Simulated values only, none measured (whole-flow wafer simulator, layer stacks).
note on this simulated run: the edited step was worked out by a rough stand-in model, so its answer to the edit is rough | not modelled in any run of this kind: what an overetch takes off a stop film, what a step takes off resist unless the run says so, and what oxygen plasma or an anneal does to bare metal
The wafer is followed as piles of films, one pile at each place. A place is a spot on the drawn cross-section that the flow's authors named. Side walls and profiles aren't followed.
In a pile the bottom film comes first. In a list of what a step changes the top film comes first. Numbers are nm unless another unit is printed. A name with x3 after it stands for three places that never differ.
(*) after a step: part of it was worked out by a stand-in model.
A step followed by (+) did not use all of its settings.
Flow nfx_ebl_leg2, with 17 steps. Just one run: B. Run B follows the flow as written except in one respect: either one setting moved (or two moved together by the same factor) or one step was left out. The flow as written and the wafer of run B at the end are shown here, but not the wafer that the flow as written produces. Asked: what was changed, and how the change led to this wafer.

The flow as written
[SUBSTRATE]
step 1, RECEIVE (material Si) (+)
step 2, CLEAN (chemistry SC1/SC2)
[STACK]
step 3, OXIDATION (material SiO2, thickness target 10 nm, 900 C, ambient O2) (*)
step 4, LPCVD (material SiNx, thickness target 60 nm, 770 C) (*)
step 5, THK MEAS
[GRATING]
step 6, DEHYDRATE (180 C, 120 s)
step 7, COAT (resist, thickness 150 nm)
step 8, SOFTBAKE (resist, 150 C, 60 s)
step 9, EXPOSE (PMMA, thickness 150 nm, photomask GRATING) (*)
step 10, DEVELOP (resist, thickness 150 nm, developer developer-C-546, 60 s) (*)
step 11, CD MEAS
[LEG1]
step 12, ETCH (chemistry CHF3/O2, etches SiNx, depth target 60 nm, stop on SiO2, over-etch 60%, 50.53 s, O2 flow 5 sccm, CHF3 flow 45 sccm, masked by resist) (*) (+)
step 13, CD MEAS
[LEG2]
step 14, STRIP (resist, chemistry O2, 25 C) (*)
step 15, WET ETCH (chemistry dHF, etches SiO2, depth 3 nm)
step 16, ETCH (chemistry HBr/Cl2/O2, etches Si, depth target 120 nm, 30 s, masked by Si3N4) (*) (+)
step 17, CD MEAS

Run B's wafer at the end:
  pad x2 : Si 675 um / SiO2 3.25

What caused this: step 12, ETCH: depth target 37.5 nm was run, whereas the flow has depth target 60 nm.

The path from the change to this, step by step:
  step 12, ETCH (chemistry CHF3/O2, etches SiNx, depth target 60 nm, stop on SiO2, over-etch 60%, 50.53 s, O2 flow 5 sccm, CHF3 flow 45 sccm, masked by resist) (*) (+)
      pad x2: -60 SiNx (all of it) (it would be, as written: -60 SiNx (all of it), -10 SiO2 (all of it))
      field x2: -60 resist (it would be, as written: -96 resist)
  step 14, STRIP (resist, chemistry O2, 25 C) (*)
      pad x2: nothing (it would be, as written: +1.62 chemical SiO2 (new film), -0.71 Si)
      field x2: -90 resist (all of it) (it would be, as written: -54 resist (all of it))
  step 15, WET ETCH (chemistry dHF, etches SiO2, depth 3 nm)
      pad x2: -3 SiO2 (it would be, as written: -1.62 chemical SiO2 (all of it))
  step 16, ETCH (chemistry HBr/Cl2/O2, etches Si, depth target 120 nm, 30 s, masked by Si3N4) (*) (+)
      pad x2: -3.75 SiO2 (it would be, as written: -120 Si)
